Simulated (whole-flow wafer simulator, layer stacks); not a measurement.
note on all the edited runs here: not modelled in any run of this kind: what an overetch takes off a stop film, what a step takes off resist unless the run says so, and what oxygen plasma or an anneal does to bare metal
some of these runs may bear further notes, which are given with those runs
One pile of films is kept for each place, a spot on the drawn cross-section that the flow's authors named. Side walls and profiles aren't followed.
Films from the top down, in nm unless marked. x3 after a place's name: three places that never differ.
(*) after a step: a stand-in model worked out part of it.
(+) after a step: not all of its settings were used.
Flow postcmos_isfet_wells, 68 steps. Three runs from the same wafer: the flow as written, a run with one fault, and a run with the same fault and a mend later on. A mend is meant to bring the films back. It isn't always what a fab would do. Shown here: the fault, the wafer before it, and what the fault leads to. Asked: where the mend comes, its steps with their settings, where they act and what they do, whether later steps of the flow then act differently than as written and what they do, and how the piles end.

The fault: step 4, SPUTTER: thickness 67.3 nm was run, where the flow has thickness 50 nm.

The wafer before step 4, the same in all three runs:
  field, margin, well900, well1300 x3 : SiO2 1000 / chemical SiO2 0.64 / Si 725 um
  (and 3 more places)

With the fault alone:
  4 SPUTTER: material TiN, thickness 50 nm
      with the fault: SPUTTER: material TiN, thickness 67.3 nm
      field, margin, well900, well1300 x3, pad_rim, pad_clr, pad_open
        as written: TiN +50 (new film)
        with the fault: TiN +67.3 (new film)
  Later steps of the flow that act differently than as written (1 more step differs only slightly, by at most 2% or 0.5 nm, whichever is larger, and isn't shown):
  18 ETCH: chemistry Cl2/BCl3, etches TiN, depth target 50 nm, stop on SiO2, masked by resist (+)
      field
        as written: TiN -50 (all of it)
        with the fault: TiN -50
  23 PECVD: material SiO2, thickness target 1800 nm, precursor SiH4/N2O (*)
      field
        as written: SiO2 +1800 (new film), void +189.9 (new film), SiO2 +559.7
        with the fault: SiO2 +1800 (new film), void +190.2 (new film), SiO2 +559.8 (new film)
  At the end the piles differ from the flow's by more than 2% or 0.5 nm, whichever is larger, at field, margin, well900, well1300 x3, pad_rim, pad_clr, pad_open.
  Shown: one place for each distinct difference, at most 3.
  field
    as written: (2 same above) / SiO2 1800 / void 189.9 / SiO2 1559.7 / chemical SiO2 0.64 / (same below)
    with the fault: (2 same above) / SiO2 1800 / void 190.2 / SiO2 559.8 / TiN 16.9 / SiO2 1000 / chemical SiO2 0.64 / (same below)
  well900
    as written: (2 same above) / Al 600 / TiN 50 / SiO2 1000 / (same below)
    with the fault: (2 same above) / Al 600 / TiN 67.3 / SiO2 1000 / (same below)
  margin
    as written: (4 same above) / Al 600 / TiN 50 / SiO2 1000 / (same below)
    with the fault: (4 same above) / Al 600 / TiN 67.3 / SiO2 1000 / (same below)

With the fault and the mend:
  The mend comes after step 4.
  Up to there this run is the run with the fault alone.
  4a ETCH: chemistry peroxide tin strip, depth target 77.39 nm
      field, margin, well900, well1300 x3, pad_rim, pad_clr, pad_open
        TiN -67.3 (all of it)
  4b SPUTTER: material TiN, thickness 50 nm (the flow's step 4 once more)
      field, margin, well900, well1300 x3, pad_rim, pad_clr, pad_open
        TiN +50 (new film)
  No later step of the flow acts differently than as written at any place that is followed.
  At the end the piles are the same as the flow's at every place that both follow.
